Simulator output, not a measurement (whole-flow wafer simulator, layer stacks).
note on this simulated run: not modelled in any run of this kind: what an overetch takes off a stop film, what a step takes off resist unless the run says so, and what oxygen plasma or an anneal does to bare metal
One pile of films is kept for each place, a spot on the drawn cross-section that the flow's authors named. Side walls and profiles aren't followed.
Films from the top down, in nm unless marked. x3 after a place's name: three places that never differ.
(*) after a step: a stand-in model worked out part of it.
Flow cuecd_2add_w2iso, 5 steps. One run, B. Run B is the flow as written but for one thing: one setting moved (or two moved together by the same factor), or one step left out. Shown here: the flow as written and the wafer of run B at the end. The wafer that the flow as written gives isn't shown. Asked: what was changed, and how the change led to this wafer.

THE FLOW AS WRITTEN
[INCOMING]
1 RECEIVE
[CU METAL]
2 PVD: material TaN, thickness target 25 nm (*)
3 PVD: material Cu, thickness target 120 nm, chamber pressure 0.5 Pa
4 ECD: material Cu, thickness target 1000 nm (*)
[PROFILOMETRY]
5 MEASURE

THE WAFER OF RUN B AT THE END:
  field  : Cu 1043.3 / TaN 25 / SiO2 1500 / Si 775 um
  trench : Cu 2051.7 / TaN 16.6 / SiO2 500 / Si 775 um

The cause: step 3, PVD: thickness target 43.3 nm was run, where the flow has thickness target 120 nm.

How the change led to this, step by step:
  3 PVD: material Cu, thickness target 120 nm, chamber pressure 0.5 Pa
      field: Cu +43.3 (new film) (as written it would be: Cu +120 (new film))
      trench: Cu +29.3 (new film) (as written it would be: Cu +80.8 (new film))
